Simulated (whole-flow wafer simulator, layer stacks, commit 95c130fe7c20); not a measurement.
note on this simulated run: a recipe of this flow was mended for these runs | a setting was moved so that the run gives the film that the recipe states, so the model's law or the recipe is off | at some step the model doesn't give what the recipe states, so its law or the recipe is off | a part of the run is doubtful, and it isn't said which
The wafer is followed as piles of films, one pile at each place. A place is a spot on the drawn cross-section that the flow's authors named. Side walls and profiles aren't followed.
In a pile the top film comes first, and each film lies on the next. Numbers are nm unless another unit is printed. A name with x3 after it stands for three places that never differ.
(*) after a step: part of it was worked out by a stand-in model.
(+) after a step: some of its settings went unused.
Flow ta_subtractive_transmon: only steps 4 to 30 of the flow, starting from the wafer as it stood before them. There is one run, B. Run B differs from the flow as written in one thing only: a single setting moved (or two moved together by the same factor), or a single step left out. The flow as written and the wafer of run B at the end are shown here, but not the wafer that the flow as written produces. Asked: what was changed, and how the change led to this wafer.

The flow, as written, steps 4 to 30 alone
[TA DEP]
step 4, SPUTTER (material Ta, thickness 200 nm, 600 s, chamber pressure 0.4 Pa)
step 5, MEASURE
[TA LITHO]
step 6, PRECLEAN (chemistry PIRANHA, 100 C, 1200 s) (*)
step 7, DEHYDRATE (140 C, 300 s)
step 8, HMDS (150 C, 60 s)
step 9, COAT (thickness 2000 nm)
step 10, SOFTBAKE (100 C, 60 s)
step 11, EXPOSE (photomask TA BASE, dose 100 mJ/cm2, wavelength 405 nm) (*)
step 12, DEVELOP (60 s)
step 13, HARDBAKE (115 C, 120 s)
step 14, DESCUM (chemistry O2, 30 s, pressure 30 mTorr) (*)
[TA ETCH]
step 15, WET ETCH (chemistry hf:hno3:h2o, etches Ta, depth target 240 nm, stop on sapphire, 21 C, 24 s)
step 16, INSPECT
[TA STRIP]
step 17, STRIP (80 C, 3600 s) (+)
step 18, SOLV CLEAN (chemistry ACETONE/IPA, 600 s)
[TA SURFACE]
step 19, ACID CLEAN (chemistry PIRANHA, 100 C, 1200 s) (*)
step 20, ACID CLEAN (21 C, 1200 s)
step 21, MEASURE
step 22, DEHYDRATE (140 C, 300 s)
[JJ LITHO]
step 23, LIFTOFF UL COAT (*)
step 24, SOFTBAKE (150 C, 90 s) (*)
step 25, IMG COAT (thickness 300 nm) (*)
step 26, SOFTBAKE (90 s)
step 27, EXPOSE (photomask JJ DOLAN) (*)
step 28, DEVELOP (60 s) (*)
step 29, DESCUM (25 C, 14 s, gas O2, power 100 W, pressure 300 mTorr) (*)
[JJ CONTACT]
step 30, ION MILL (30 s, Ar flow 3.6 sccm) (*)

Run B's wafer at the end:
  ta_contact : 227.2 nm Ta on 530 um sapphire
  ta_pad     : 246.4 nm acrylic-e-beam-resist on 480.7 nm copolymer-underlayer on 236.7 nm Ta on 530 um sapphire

What caused this: step 4, SPUTTER: thickness 237.5 nm was run, while the flow as written has thickness 200 nm; step 4, SPUTTER: 712 s was run, where the flow has 600 s.

How this came from the change, step by step:
  step 4, SPUTTER (material Ta, thickness 200 nm, 600 s, chamber pressure 0.4 Pa)
      field x2, jj_line, lead, ta_contact, ta_pad: Ta gains 237.5 (new film) (it would be, as written: Ta gains 200 (new film))
  step 15, WET ETCH (chemistry hf:hno3:h2o, etches Ta, depth target 240 nm, stop on sapphire, 21 C, 24 s)
      field x2, jj_line, lead: Ta loses 237.2 (all of it) (it would be, as written: Ta loses 199.7 (all of it))
  step 23, LIFTOFF UL COAT (*)
      ta_contact: copolymer-underlayer gains 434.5 (new film) (it would be, as written: copolymer-underlayer gains 443.9 (new film))
  step 28, DEVELOP (60 s) (*)
      ta_contact: acrylic-e-beam-resist loses 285 (all of it), copolymer-underlayer loses 434.5 (all of it) (it would be, as written: acrylic-e-beam-resist loses 287.5 (all of it), copolymer-underlayer loses 443.9 (all of it))
